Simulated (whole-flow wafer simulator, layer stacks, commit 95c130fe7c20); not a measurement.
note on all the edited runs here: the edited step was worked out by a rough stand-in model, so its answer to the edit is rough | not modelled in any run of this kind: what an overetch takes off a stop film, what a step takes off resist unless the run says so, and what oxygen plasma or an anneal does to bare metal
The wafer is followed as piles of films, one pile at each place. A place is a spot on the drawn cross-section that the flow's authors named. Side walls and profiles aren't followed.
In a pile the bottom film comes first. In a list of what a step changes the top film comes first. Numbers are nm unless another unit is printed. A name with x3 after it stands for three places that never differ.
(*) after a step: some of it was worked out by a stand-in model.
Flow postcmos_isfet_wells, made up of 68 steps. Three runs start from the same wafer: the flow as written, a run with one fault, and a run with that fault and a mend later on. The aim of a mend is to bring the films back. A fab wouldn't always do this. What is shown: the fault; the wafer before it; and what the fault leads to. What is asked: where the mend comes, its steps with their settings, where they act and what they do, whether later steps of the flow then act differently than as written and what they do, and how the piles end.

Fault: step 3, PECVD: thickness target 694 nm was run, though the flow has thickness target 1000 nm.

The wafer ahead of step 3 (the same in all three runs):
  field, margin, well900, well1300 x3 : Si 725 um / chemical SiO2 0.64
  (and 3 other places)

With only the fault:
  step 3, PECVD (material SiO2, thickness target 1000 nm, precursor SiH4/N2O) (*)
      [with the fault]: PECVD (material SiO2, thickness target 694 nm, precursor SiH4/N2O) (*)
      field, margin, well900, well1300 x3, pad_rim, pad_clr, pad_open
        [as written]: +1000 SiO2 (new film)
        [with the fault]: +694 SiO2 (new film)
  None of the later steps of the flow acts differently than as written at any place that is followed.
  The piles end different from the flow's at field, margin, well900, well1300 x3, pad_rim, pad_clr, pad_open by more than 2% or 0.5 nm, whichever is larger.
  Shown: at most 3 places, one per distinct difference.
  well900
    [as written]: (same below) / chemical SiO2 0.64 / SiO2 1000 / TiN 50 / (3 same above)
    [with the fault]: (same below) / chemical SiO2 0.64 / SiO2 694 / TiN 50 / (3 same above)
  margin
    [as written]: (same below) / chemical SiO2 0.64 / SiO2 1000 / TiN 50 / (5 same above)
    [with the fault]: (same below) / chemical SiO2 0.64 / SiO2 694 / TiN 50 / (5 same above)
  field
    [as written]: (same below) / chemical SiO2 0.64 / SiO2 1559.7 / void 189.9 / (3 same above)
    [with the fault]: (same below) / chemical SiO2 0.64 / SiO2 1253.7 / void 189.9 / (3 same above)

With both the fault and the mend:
  The mend stands after step 3.
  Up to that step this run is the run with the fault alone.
  step 3a, ETCH (chemistry boe, depth target 798.1 nm)
      field, margin, well900, well1300 x3, pad_rim, pad_clr, pad_open
        -694 SiO2 (all of it), -0.64 chemical SiO2 (all of it)
  step 3b, PECVD (material SiO2, thickness target 1000 nm, precursor SiH4/N2O) (the flow's step 3 again)
      field, margin, well900, well1300 x3, pad_rim, pad_clr, pad_open
        +1000 SiO2 (new film)
  None of the later steps of the flow acts differently than as written at any place that is followed.
  The piles end different from the flow's at field, margin, well900, well1300 x3, pad_rim, pad_clr, pad_open by more than 2% or 0.5 nm, whichever is larger.
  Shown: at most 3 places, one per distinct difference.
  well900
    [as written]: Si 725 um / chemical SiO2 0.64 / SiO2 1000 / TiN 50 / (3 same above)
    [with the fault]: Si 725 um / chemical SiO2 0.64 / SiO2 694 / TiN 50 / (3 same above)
    [with the mend]: Si 725 um / SiO2 1000 / TiN 50 / (3 same above)
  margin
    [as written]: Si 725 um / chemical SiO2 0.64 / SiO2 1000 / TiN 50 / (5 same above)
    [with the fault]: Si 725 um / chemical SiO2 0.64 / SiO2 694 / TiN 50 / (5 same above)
    [with the mend]: Si 725 um / SiO2 1000 / TiN 50 / (5 same above)
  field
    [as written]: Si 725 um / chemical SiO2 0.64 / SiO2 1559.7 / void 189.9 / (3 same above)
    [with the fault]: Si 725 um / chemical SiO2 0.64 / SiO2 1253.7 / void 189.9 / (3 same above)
    [with the mend]: Si 725 um / SiO2 1559.7 / void 189.9 / (3 same above)
